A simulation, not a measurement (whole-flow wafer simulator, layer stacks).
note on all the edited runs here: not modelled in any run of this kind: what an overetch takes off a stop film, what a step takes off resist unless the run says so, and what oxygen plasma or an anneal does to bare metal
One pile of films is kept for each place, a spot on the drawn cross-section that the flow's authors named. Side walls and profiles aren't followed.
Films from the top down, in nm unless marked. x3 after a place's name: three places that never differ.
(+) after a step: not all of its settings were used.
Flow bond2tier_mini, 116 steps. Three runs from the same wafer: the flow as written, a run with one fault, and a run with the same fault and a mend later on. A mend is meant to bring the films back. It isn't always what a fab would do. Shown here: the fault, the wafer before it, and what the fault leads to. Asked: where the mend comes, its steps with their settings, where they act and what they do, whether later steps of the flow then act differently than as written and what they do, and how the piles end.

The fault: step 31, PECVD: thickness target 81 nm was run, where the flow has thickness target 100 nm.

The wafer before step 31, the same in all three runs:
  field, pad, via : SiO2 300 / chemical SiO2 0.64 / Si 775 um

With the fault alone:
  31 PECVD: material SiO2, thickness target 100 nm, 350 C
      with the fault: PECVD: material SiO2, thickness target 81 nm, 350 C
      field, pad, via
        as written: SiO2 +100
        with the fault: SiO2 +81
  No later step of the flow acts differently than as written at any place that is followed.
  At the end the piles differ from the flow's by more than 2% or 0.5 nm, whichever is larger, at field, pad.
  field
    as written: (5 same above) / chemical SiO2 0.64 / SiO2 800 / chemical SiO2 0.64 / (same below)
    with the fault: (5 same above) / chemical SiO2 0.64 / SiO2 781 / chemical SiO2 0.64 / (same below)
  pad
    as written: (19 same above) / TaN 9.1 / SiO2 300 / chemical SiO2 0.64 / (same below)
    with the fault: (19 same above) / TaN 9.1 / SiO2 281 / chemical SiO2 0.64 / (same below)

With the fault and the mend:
  The mend comes after step 36.
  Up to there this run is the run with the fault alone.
  36a STRIP: chemistry O2, over-ash 100% (+)
      field
        KrF resist -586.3 (all of it)
  36b PECVD: material SiO2, thickness target 19 nm, 350 C (the flow's step 31 once more, with other settings)
      field, pad, via
        SiO2 +19
  36c COAT: KrF resist, thickness 600 nm (the flow's step 32 once more)
      field, pad, via
        KrF resist +600 (new film)
  36d SOFTBAKE: KrF resist (the flow's step 33 once more)
      changes no film at any place that is followed
  36e EXPOSE: photomask APAD, NA 0.6 (the flow's step 34 once more)
      changes no film at any place that is followed
  36f PEB: KrF resist (the flow's step 35 once more)
      changes no film at any place that is followed
  36g DEVELOP: developer TMAH-0.26N, 60 s (the flow's step 36 once more)
      pad, via
        KrF resist -600 (all of it)
      field
        KrF resist -13.7
  No later step of the flow acts differently than as written at any place that is followed.
  At the end the piles are the same as the flow's at every place that both follow.
